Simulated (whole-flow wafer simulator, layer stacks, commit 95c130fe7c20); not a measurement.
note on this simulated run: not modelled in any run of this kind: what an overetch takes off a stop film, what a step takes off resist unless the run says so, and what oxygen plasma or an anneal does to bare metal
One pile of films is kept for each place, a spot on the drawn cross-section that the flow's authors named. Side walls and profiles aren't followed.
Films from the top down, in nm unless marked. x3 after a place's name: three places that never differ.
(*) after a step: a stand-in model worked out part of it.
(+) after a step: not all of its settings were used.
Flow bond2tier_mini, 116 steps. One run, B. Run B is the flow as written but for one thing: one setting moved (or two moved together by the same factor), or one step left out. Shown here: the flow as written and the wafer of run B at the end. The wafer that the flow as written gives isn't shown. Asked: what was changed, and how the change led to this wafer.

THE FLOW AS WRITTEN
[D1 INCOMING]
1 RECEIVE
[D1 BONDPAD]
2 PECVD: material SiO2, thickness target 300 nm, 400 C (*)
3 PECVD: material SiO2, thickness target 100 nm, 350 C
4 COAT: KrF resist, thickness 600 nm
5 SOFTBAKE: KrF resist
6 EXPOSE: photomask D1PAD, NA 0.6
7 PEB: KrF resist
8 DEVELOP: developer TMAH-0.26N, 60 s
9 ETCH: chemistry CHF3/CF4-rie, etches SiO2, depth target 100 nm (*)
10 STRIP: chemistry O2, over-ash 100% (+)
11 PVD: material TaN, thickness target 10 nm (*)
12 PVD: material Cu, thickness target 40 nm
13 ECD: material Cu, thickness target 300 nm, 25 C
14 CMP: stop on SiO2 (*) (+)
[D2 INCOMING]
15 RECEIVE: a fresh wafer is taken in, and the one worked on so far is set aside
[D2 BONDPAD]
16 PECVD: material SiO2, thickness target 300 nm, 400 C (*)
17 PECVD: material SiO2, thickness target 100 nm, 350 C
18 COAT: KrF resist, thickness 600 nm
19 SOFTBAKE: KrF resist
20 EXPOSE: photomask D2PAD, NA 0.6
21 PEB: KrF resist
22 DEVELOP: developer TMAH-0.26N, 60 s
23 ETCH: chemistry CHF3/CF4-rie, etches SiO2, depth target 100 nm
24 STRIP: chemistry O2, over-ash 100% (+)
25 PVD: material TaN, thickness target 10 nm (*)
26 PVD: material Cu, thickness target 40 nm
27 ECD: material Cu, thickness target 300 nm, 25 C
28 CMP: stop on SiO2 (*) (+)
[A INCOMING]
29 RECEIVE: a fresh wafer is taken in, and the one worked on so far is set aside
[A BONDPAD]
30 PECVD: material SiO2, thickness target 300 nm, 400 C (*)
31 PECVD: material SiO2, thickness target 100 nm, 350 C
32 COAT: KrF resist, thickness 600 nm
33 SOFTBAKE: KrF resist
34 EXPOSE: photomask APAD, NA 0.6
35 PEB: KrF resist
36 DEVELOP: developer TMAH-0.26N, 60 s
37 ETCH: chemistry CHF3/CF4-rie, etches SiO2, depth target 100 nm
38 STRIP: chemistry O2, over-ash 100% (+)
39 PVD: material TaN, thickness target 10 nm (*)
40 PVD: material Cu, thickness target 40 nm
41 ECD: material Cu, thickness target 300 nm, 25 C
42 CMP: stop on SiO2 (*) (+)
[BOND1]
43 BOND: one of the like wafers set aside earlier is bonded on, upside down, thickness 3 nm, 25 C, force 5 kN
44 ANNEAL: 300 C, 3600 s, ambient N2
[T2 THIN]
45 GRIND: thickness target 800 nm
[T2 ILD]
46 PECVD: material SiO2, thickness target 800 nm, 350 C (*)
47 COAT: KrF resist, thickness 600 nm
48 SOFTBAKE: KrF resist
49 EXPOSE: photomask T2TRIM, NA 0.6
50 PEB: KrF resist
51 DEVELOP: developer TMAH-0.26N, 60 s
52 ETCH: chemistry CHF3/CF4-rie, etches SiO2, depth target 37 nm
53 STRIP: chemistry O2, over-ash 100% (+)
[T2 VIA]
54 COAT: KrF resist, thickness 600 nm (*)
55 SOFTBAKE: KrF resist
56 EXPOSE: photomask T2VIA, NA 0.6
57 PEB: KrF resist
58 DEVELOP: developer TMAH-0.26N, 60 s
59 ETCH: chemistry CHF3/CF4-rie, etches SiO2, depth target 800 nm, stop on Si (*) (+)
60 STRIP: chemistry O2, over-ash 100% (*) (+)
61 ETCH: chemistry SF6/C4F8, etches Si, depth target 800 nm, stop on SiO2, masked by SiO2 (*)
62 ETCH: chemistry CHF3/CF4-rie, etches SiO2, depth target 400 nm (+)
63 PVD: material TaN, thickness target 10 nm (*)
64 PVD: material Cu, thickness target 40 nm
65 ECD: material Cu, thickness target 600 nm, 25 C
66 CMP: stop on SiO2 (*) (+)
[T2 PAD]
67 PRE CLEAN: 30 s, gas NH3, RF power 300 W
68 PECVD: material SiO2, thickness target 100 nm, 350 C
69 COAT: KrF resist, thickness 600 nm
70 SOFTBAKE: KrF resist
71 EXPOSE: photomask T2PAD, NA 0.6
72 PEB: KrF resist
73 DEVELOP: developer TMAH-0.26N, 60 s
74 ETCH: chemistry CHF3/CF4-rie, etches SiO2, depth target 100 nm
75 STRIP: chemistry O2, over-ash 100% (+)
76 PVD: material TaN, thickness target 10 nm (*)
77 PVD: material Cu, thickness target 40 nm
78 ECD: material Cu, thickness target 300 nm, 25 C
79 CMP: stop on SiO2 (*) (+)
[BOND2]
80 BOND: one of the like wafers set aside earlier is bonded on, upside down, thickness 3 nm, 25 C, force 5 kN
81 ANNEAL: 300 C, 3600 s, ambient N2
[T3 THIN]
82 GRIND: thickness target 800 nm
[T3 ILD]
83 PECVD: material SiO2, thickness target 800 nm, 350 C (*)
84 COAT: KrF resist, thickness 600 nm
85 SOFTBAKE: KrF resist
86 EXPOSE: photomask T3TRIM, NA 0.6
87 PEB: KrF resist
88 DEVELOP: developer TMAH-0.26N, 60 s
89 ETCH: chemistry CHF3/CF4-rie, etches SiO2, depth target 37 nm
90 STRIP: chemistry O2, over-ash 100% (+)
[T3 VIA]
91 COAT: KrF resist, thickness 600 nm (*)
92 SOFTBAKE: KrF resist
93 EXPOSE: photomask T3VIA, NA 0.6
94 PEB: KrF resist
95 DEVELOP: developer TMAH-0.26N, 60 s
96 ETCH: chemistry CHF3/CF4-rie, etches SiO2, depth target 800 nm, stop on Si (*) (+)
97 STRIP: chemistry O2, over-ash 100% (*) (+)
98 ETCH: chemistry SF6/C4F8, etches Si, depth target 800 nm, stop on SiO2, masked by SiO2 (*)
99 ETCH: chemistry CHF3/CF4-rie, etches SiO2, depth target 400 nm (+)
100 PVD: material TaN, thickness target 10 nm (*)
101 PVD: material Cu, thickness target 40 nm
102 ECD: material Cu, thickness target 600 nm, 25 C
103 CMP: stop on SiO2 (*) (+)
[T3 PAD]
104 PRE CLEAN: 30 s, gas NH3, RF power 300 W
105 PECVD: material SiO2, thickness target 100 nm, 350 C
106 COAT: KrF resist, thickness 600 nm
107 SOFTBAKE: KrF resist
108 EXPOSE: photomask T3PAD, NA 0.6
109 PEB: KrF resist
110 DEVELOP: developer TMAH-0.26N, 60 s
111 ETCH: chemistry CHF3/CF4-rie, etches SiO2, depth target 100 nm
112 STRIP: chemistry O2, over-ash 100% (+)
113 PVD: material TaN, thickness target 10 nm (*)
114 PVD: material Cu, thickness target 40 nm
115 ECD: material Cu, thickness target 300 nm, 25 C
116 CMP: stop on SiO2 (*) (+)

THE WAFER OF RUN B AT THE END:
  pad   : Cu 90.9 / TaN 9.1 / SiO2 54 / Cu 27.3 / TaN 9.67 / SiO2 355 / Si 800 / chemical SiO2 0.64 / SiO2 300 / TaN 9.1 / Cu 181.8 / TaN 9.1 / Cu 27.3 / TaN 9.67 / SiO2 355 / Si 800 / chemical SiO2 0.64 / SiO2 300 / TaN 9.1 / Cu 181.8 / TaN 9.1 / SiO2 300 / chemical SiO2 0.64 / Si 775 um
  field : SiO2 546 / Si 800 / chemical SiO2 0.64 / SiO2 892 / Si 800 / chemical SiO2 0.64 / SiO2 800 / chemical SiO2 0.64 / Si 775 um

The cause: step 105, PECVD: thickness target 154 nm was run, where the flow has thickness target 100 nm.

How the change led to this, step by step:
  105 PECVD: material SiO2, thickness target 100 nm, 350 C
      field: SiO2 +154 (as written it would be: SiO2 +100)
      pad: SiO2 +154 (new film) (as written it would be: SiO2 +100 (new film))
  111 ETCH: chemistry CHF3/CF4-rie, etches SiO2, depth target 100 nm
      pad: SiO2 -100 (as written it would be: SiO2 -100 (all of it))
Counting metal films that touch as one body, pad has 4 bodies (between them, from the top down: SiO2 54; SiO2 355 / Si 800 / chemical SiO2 0.64 / SiO2 300; SiO2 355 / Si 800 / chemical SiO2 0.64 / SiO2 300); the flow as written gives 3 bodies (between them, from the top down: SiO2 355 / Si 800 / chemical SiO2 0.64 / SiO2 300; SiO2 355 / Si 800 / chemical SiO2 0.64 / SiO2 300).
